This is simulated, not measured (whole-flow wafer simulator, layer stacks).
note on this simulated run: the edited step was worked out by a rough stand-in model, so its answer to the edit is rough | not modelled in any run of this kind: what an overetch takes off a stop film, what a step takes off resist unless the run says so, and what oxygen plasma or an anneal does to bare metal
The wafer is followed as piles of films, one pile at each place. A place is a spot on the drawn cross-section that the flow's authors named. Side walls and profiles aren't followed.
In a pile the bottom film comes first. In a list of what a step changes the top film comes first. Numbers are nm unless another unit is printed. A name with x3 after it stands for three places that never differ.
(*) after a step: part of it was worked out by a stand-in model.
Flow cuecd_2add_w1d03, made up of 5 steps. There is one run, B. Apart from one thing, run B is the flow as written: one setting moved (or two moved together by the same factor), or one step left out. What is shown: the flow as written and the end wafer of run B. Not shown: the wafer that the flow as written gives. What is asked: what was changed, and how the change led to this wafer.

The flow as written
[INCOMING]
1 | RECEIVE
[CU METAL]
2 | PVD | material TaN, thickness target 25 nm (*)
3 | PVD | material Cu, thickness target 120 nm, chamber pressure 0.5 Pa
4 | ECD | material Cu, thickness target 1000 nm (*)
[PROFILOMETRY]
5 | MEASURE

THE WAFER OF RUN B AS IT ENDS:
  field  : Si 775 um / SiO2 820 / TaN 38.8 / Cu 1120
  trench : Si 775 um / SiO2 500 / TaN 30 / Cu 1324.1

What caused this: step 2, PVD: thickness target 38.8 nm was run, though the flow has thickness target 25 nm.
The wafer lets one read it off: field has TaN 38.8, and step 2 as written asks for 25 nm.

How this came from the change, step by step:
  2 | PVD | material TaN, thickness target 25 nm (*)
      field: +38.8 TaN (new film) (in the flow as written it would be: +25 TaN (new film))
      trench: +30 TaN (new film) (in the flow as written it would be: +19.4 TaN (new film))
